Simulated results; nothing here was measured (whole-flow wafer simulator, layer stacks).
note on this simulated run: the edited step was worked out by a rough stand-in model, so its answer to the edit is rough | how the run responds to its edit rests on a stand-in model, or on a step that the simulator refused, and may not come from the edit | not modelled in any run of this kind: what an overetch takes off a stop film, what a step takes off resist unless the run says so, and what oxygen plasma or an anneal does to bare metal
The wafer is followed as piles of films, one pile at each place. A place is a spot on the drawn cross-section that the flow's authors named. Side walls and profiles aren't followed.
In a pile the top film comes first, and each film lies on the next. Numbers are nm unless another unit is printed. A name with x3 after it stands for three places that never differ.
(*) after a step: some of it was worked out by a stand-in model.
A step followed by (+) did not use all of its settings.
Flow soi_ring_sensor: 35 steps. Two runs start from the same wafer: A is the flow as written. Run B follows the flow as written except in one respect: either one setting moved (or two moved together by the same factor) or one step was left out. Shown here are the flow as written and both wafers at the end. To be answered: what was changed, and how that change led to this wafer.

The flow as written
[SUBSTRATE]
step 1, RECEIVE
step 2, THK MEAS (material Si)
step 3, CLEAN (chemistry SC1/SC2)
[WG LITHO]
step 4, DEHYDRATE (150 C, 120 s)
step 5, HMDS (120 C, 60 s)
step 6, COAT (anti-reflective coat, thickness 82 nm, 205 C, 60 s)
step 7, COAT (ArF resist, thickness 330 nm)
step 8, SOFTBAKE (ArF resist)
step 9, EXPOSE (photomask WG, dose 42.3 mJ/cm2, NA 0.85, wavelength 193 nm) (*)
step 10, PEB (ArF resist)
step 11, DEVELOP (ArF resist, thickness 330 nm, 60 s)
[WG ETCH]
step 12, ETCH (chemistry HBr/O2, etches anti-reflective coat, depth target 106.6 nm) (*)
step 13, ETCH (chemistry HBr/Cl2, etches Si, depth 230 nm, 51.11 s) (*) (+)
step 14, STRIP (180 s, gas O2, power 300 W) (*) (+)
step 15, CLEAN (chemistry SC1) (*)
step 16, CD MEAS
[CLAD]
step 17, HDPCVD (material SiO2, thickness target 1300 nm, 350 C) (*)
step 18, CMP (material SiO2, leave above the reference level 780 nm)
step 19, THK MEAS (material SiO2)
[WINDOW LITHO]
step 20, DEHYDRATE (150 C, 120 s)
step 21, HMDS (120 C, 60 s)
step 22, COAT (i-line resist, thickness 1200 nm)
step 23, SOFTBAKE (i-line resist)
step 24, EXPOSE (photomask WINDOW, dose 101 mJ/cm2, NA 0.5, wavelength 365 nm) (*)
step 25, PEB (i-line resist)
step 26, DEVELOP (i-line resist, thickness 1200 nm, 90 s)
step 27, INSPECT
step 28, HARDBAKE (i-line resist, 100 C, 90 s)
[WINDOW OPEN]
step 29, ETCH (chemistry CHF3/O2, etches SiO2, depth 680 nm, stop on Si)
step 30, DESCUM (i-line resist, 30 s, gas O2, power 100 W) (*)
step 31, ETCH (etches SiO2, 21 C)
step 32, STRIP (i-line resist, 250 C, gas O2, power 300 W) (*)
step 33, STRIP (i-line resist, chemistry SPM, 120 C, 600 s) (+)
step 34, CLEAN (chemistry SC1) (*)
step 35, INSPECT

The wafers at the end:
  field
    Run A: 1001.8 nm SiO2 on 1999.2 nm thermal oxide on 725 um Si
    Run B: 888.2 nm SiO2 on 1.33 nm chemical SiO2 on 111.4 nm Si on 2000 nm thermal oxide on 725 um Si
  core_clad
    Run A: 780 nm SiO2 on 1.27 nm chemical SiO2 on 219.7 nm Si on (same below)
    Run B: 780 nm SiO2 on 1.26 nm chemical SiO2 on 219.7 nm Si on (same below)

Cause: step 13, ETCH: depth 108 nm was run, while the flow as written has depth 230 nm; step 13, ETCH: 24.02 s was run, where the flow has 51.11 s.

The path from the change to this, step by step:
  step 13, ETCH (chemistry HBr/Cl2, etches Si, depth 230 nm, 51.11 s) (*) (+)
      gap, window, field, gap_clad: A -220 Si (all of it), -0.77 thermal oxide | B -108 Si
      core, core_clad: A -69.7 ArF resist | B -32.8 ArF resist
  step 14, STRIP (180 s, gas O2, power 300 W) (*) (+)
      gap, window, field, gap_clad: A nothing | B +1.33 chemical SiO2 (new film), -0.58 Si
      core, core_clad: A -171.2 ArF resist (all of it), -82 anti-reflective coat (all of it), +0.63 chemical SiO2, -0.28 Si | B -208.1 ArF resist (all of it), -82 anti-reflective coat (all of it), +0.62 chemical SiO2, -0.27 Si
  step 18, CMP (material SiO2, leave above the reference level 780 nm)
      gap, window, field, gap_clad: A -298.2 SiO2 | B -411.8 SiO2
